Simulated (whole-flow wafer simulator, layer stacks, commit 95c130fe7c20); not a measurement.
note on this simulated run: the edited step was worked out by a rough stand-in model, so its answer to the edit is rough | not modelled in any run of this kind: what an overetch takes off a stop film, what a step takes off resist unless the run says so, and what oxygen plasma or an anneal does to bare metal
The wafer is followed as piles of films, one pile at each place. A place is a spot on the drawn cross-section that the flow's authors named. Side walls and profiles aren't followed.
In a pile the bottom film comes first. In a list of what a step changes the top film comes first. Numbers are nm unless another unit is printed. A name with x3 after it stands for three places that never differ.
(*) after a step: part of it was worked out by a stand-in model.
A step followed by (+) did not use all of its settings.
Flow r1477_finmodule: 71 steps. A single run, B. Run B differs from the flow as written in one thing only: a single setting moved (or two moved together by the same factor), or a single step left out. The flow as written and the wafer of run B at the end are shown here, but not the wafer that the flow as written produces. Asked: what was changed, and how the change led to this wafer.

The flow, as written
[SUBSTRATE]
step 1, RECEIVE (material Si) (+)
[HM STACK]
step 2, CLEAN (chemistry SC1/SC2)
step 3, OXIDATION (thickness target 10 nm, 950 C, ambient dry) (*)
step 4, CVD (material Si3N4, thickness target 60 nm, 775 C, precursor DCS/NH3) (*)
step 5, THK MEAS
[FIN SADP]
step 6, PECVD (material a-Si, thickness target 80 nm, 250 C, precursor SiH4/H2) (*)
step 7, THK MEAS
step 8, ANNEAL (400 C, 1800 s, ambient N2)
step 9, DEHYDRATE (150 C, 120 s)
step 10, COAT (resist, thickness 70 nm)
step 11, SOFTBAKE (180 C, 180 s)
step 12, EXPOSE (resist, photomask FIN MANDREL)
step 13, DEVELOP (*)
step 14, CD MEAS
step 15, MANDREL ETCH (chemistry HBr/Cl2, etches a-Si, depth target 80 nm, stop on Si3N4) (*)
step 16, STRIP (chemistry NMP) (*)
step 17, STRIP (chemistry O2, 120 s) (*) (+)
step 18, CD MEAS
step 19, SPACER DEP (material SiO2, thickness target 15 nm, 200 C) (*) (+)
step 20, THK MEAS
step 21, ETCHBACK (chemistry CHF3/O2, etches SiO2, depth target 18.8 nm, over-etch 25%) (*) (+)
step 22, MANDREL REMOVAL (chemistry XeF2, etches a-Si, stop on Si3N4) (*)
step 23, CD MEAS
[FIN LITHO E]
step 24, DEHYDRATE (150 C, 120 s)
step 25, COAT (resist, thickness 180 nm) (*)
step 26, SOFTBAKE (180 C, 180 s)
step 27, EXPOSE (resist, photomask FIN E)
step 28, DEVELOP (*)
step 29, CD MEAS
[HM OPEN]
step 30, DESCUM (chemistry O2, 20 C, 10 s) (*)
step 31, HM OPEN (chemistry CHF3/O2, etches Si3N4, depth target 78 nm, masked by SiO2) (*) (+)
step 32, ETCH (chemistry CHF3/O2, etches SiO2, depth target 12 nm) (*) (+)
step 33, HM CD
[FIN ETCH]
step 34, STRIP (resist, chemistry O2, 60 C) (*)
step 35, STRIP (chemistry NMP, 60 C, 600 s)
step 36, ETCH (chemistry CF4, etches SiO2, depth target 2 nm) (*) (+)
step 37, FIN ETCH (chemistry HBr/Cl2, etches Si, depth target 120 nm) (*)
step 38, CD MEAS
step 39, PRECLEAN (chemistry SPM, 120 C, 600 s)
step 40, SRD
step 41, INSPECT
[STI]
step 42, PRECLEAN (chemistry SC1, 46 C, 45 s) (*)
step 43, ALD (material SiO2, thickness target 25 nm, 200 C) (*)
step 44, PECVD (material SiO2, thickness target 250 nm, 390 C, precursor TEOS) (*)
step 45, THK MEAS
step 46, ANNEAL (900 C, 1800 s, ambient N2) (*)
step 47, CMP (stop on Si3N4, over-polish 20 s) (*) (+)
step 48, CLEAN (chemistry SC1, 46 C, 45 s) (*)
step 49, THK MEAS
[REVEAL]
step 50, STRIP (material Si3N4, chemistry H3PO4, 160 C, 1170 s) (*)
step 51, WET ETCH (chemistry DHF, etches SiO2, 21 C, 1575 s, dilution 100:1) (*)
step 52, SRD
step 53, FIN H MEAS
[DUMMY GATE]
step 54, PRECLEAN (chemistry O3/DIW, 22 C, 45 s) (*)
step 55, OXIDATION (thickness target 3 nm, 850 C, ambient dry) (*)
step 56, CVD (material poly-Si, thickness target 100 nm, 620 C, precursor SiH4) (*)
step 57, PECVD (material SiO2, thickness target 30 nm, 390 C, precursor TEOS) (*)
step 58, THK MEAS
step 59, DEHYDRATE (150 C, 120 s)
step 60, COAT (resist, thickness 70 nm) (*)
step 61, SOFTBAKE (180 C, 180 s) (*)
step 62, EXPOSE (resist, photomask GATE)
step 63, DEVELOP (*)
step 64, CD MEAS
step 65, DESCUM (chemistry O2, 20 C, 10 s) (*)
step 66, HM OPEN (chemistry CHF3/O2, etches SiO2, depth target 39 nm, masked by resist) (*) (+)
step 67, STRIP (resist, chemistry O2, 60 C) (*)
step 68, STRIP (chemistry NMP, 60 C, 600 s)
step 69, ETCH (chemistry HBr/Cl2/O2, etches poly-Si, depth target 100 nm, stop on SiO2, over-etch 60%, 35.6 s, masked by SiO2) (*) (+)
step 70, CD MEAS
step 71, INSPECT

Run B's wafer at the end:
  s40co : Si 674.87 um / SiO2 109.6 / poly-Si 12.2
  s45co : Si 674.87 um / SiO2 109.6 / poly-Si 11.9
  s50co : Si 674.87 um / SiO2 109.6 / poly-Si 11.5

The reason: step 56, CVD: thickness target 160 nm was run, while the flow as written has thickness target 100 nm.

Step by step, how the change led to this:
  step 56, CVD (material poly-Si, thickness target 100 nm, 620 C, precursor SiH4) (*)
      pad, padg, elg and 26 more: +160 poly-Si (new film) (in the flow as written it would be: +100 poly-Si (new film))
      s40cg, s40co: +174.7 poly-Si (new film) (in the flow as written it would be: +113.9 poly-Si (new film))
      (also at 5 further places)
  step 67, STRIP (resist, chemistry O2, 60 C) (*)
      s40cg: -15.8 resist (all of it) (in the flow as written it would be: -16.5 resist (all of it))
      s45cg: -16.1 resist (all of it) (in the flow as written it would be: -16.9 resist (all of it))
      (also at 1 further place)
  step 69, ETCH (chemistry HBr/Cl2/O2, etches poly-Si, depth target 100 nm, stop on SiO2, over-etch 60%, 35.6 s, masked by SiO2) (*) (+)
      pad, eso, e40so, e100so, e200so, s40so, s45so, s50so: -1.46 chemical SiO2 (all of it), -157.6 poly-Si (all of it) (in the flow as written it would be: -1.46 chemical SiO2 (all of it), -97.6 poly-Si (all of it), -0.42 SiO2)
      elo, e40lo, e100lo, e200lo: -1.46 chemical SiO2 (all of it), -157.6 poly-Si (all of it) (in the flow as written it would be: -1.46 chemical SiO2 (all of it), -97.6 poly-Si (all of it), -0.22 Si3N4)
      (also at 6 further places)
